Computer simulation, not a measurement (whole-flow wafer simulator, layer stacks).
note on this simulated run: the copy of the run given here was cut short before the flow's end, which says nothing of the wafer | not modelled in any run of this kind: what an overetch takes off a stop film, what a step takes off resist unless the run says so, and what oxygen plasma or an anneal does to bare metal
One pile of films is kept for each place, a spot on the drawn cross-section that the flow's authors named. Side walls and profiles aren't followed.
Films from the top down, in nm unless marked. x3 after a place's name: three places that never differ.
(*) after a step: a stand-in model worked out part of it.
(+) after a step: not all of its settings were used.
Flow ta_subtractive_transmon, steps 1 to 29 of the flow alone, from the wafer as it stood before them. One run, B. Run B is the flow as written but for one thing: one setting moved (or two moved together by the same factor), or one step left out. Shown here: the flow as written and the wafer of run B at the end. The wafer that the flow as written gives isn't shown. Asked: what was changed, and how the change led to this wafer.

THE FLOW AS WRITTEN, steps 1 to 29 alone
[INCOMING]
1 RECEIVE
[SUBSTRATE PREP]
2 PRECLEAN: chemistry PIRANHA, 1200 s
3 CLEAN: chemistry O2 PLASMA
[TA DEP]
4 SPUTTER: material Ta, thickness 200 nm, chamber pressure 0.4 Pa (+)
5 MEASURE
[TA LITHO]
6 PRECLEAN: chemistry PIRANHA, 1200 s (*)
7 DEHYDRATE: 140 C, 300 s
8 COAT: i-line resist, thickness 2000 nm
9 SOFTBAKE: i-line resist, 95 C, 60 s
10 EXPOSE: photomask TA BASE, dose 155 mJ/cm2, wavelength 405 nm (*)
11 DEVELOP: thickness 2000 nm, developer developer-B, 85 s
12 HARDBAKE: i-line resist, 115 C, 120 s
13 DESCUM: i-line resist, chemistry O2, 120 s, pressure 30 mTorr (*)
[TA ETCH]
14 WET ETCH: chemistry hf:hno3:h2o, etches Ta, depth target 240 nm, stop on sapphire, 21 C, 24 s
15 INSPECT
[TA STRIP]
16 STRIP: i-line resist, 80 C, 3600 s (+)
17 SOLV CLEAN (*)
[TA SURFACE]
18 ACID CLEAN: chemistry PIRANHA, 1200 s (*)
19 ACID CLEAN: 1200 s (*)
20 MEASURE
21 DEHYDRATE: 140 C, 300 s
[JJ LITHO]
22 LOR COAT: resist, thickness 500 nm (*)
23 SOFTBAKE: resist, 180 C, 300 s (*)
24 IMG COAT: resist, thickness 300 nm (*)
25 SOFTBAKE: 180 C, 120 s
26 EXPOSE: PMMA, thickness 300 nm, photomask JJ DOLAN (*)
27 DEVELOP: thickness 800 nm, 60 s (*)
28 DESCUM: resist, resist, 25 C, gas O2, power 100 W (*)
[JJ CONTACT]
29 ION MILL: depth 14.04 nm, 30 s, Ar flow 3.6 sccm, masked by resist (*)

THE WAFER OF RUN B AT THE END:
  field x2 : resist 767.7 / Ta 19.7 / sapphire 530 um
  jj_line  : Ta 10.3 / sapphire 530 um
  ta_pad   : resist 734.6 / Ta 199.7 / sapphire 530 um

The cause: step 14, WET ETCH: 18 s was run, where the flow has 24 s.

How the change led to this, step by step:
  14 WET ETCH: chemistry hf:hno3:h2o, etches Ta, depth target 240 nm, stop on sapphire, 21 C, 24 s
      field x2, jj_line, lead: Ta -180 (as written it would be: Ta -200 (all of it))
  29 ION MILL: depth 14.04 nm, 30 s, Ar flow 3.6 sccm, masked by resist (*)
      jj_line, lead: Ta -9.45 (as written it would be: sapphire -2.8)
Counting metal films that touch as one body, field x2 has 1 body; the flow as written gives 0 bodies.
Counting metal films that touch as one body, jj_line has 1 body; the flow as written gives 0 bodies.
